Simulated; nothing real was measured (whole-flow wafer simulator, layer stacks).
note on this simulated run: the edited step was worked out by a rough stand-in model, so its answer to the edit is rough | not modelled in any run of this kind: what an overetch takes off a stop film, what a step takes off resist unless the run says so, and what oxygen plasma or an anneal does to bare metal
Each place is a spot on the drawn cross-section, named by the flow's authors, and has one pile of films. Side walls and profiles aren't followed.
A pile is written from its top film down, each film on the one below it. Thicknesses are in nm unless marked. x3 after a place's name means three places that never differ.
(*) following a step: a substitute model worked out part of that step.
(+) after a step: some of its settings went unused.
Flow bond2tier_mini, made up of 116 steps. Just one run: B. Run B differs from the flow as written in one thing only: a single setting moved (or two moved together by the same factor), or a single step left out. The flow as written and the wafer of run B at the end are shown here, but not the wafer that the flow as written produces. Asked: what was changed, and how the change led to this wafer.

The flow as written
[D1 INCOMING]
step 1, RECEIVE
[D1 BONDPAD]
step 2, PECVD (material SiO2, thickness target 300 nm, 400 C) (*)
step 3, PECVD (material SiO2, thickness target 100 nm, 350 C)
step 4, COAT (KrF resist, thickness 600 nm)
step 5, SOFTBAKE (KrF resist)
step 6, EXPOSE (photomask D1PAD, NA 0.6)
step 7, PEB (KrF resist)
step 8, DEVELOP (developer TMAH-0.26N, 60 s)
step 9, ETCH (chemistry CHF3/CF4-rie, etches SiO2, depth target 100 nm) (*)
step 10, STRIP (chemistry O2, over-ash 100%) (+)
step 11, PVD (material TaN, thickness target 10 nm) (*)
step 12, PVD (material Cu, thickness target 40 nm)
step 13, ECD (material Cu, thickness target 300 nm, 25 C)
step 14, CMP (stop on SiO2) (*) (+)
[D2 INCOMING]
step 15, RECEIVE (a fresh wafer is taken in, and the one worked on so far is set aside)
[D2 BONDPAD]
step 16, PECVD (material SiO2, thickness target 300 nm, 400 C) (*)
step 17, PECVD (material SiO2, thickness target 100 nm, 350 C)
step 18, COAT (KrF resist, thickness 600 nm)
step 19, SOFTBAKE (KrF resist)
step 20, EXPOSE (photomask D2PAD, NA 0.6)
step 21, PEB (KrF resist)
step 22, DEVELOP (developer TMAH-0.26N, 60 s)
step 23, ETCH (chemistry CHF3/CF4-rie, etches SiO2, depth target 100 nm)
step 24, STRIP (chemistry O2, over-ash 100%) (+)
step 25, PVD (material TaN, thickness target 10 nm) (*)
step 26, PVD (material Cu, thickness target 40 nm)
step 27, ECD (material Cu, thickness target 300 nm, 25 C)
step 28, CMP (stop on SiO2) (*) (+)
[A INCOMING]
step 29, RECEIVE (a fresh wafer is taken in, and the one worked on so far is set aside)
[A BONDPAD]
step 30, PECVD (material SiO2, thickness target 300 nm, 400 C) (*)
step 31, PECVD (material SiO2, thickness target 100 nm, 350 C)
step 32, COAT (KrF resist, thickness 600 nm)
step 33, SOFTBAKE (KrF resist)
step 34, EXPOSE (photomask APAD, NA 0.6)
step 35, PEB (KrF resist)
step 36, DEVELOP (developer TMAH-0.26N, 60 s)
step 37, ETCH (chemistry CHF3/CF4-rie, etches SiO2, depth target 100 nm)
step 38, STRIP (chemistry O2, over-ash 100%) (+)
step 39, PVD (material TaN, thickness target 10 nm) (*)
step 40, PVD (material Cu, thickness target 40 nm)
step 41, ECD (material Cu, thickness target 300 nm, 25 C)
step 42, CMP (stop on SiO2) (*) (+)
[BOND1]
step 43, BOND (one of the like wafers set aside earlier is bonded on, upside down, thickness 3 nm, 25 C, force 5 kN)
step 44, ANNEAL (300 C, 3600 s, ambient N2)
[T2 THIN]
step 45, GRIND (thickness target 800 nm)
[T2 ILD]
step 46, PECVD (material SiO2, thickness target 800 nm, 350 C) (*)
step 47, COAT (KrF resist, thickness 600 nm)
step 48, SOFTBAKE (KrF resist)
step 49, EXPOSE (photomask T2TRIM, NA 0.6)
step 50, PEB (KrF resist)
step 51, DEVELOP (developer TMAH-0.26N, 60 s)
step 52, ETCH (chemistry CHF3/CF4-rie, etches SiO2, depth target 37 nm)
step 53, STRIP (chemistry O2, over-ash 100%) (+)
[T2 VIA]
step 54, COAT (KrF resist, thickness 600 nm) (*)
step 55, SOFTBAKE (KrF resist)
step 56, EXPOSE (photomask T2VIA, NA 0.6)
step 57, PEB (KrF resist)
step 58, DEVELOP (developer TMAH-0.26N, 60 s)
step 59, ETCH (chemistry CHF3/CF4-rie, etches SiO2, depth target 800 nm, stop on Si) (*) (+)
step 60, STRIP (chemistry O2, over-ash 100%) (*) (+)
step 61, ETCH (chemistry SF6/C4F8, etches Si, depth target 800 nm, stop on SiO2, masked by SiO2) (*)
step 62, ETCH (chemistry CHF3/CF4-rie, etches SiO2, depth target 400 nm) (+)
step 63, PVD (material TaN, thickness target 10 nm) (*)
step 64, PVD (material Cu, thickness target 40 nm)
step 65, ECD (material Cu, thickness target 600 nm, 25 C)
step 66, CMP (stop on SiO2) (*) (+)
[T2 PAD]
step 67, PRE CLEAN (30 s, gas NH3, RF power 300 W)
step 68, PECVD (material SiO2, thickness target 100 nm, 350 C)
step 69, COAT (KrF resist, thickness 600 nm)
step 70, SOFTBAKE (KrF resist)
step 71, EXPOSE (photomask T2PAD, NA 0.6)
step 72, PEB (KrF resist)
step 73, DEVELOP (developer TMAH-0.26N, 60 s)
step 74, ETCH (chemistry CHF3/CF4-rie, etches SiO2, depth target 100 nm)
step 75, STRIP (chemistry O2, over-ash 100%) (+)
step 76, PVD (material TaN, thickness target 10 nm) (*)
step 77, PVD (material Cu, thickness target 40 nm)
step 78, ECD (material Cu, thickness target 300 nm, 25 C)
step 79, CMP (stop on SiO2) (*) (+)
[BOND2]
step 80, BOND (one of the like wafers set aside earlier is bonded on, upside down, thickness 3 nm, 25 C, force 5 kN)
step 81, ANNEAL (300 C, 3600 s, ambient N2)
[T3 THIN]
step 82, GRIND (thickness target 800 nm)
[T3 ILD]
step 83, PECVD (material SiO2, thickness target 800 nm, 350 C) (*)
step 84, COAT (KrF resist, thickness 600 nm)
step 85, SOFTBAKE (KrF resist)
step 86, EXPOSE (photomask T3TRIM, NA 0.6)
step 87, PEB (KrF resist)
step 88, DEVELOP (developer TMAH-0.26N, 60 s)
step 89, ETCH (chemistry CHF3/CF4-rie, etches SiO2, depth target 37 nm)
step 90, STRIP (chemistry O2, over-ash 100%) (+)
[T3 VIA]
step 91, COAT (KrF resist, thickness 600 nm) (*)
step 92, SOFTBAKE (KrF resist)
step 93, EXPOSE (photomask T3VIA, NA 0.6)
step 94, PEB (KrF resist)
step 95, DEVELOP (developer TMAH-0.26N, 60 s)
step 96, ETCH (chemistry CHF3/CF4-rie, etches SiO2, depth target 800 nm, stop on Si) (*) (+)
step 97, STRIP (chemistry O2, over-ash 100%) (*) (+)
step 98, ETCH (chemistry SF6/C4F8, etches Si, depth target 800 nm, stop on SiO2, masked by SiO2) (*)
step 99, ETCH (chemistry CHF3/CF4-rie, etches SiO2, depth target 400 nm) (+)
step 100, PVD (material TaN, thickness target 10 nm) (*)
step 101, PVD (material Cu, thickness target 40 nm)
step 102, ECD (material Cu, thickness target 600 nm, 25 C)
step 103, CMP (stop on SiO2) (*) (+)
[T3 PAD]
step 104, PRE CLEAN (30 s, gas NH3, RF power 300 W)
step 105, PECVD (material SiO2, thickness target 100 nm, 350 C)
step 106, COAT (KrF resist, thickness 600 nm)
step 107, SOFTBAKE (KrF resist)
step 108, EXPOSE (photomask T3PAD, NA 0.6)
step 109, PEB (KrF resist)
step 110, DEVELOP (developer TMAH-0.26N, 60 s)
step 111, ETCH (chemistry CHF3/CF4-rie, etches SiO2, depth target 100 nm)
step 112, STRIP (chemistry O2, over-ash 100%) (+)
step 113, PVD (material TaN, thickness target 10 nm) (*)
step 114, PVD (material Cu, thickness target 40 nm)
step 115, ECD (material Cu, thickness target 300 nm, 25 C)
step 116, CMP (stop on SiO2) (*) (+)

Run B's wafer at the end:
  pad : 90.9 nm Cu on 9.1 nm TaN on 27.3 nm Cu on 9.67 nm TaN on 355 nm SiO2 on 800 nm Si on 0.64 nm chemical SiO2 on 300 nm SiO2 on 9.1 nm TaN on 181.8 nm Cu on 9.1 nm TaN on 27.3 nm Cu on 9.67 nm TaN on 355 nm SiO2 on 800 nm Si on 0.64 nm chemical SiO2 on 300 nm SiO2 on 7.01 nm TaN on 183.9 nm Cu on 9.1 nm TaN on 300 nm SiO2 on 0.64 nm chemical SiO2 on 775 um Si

What caused this: step 11, PVD: thickness target 7.7 nm was run, whereas the flow has thickness target 10 nm.

Step by step, how the change led to this:
  step 11, PVD (material TaN, thickness target 10 nm) (*)
      field: +7.7 TaN (new film) (in the flow as written it would be: +10 TaN (new film))
      pad: +7.01 TaN (new film) (in the flow as written it would be: +9.1 TaN (new film))
      (also at 1 further place)
  step 14, CMP (stop on SiO2) (*) (+)
      field: -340 Cu (all of it), -7.7 TaN (all of it) (in the flow as written it would be: -340 Cu (all of it), -10 TaN (all of it))
  step 43, BOND (one of the like wafers set aside earlier is bonded on, upside down, thickness 3 nm, 25 C, force 5 kN)
      pad: +775 um Si (new film), +0.64 chemical SiO2 (new film), +300 SiO2 (new film), +7.01 TaN (new film), +93 Cu (in the flow as written it would be: +775 um Si (new film), +0.64 chemical SiO2 (new film), +300 SiO2 (new film), +9.1 TaN (new film), +90.9 Cu)
      via: +775 um Si (new film), +0.64 chemical SiO2 (new film), +300 SiO2 (new film), +7.68 TaN (new film), +92.3 Cu (in the flow as written it would be: +775 um Si (new film), +0.64 chemical SiO2 (new film), +300 SiO2 (new film), +9.97 TaN (new film), +90 Cu)
